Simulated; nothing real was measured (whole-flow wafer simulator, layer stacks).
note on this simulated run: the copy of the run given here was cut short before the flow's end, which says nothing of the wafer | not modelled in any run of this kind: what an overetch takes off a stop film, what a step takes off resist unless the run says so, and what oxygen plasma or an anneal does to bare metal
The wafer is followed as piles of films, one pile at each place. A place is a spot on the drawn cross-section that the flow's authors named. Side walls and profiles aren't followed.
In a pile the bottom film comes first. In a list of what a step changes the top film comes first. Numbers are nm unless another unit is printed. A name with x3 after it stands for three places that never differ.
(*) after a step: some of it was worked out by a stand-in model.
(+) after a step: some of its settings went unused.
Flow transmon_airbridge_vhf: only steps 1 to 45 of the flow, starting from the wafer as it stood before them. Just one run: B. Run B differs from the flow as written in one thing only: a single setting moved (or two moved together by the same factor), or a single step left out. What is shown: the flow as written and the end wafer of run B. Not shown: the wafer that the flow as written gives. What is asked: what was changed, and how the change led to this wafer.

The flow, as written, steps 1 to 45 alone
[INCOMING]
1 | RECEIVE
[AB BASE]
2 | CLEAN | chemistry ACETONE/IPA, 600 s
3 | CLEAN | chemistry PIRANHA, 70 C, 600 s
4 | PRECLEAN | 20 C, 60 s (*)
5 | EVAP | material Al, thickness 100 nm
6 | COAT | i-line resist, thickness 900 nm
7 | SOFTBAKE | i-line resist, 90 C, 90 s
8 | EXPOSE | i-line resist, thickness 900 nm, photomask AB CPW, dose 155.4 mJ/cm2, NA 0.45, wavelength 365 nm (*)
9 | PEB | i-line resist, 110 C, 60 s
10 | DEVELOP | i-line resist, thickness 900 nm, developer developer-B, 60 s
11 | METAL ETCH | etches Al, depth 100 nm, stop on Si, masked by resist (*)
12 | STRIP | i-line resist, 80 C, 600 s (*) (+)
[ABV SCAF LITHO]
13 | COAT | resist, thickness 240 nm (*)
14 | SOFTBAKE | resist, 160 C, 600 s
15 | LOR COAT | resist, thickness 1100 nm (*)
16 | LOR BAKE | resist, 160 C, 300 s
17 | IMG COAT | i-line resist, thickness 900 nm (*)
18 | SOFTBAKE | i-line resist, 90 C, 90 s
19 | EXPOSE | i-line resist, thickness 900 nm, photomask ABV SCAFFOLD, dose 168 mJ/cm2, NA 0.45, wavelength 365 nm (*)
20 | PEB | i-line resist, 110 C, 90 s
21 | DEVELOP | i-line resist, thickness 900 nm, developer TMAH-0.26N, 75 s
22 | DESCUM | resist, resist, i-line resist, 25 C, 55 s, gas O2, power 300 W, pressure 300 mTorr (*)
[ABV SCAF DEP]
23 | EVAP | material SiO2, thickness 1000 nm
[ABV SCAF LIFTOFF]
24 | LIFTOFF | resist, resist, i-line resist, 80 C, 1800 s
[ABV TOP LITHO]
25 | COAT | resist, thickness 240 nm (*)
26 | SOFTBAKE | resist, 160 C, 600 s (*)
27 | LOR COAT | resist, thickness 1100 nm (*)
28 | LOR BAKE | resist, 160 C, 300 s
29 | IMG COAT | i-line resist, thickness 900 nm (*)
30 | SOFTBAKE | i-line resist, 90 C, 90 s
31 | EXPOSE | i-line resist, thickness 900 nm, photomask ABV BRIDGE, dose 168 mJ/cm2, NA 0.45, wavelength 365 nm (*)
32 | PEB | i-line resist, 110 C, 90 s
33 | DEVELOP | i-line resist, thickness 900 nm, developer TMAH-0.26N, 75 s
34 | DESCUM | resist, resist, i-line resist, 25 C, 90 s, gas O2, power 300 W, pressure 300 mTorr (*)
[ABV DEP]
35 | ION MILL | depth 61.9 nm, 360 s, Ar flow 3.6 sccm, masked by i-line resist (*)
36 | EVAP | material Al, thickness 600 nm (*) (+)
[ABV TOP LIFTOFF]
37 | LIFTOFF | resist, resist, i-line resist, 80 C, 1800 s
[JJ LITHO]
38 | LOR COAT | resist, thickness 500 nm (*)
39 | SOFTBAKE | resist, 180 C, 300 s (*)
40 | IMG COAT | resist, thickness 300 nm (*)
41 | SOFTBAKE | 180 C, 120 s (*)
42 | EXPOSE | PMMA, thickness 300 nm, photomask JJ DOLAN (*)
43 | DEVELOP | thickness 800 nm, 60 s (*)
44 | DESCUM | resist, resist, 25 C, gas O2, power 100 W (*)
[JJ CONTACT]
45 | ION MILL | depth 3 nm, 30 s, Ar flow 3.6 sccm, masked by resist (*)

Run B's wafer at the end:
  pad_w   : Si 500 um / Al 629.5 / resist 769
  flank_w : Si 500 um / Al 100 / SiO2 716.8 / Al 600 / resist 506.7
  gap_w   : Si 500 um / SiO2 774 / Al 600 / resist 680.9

Cause: step 23, EVAP: thickness 810 nm was run, though the flow has thickness 1000 nm.

The path from the change to this, step by step:
  23 | EVAP | material SiO2, thickness 1000 nm
      field x3, jj_line, ground_far and 10 more: +810 SiO2 (new film) (as written it would have been: +1000 SiO2 (new film))
      flank_w, flank_e: +752.7 SiO2 (new film) (as written it would have been: +929.3 SiO2 (new film))
  24 | LIFTOFF | resist, resist, i-line resist, 80 C, 1800 s
      field x3, jj_line, trace_open_s x2: -810 SiO2 (all of it), -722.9 i-line resist (all of it), -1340 resist (all of it) (as written it would have been: -1000 SiO2 (all of it), -722.9 i-line resist (all of it), -1340 resist (all of it))
      pad_w, pad_e: -810 SiO2 (all of it), -718 i-line resist (all of it), -1330.2 resist (all of it) (as written it would have been: -1000 SiO2 (all of it), -718 i-line resist (all of it), -1330.2 resist (all of it))
      (also at 1 further place)
  25 | COAT | resist, thickness 240 nm (*)
      flank_w, flank_e: +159 resist (new film) (as written it would have been: +152.6 resist (new film))
      gap_w, gap_e: +218.9 resist (new film) (as written it would have been: +210.7 resist (new film))
      (also at 6 further places)
  27 | LOR COAT | resist, thickness 1100 nm (*)
      gap_w, gap_e: +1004 resist (as written it would have been: +977.8 resist)
      margin_s, margin_n: +869.1 resist (as written it would have been: +823.4 resist)
      (also at 6 further places)
  29 | IMG COAT | i-line resist, thickness 900 nm (*)
      gap_w, gap_e: +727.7 i-line resist (new film) (as written it would have been: +681.7 i-line resist (new film))
      margin_s, margin_n: +663.4 i-line resist (new film) (as written it would have been: +603.2 i-line resist (new film))
      (also at 5 further places)
  32 | PEB | i-line resist, 110 C, 90 s
      flank_w, flank_e: -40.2 i-line resist (as written it would have been: -38.3 i-line resist)
      gap_w, gap_e: -37.1 i-line resist (as written it would have been: -34.7 i-line resist)
      (also at 5 further places)
  33 | DEVELOP | i-line resist, thickness 900 nm, developer TMAH-0.26N, 75 s
      gap_w, gap_e: -690.5 i-line resist (all of it), -1004 resist (as written it would have been: -646.9 i-line resist (all of it), -977.8 resist)
      pad_w: -921.2 i-line resist (all of it), -1218.2 resist (as written it would have been: -937.2 i-line resist (all of it), -1247.8 resist)
      (also at 5 further places)
  34 | DESCUM | resist, resist, i-line resist, 25 C, 90 s, gas O2, power 300 W, pressure 300 mTorr (*)
      flank_w, flank_e: -159 resist (all of it) (as written it would have been: -152.6 resist (all of it))
      gap_w, gap_e: -218.9 resist (all of it) (as written it would have been: -210.7 resist (all of it))
      (also at 4 further places)
  37 | LIFTOFF | resist, resist, i-line resist, 80 C, 1800 s
      margin_s, margin_n: -600 Al (all of it), -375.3 i-line resist (all of it), -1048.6 resist (all of it) (as written it would have been: -600 Al (all of it), -318.3 i-line resist (all of it), -992 resist (all of it))
      ground_far: -600 Al (all of it), -694.2 i-line resist (all of it), -1378.6 resist (all of it) (as written it would have been: -600 Al (all of it), -717.9 i-line resist (all of it), -1384.9 resist (all of it))
  38 | LOR COAT | resist, thickness 500 nm (*)
      pad_w, pad_e: +506 resist (new film) (as written it would have been: +517 resist (new film))
      flank_w, flank_e: +320.3 resist (new film) (as written it would have been: +306.5 resist (new film))
      (also at 3 further places)
  40 | IMG COAT | resist, thickness 300 nm (*)
      flank_w, flank_e: +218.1 resist (as written it would have been: +212.1 resist)
      gap_w, gap_e: +253.8 resist (as written it would have been: +245.7 resist)
      (also at 4 further places)
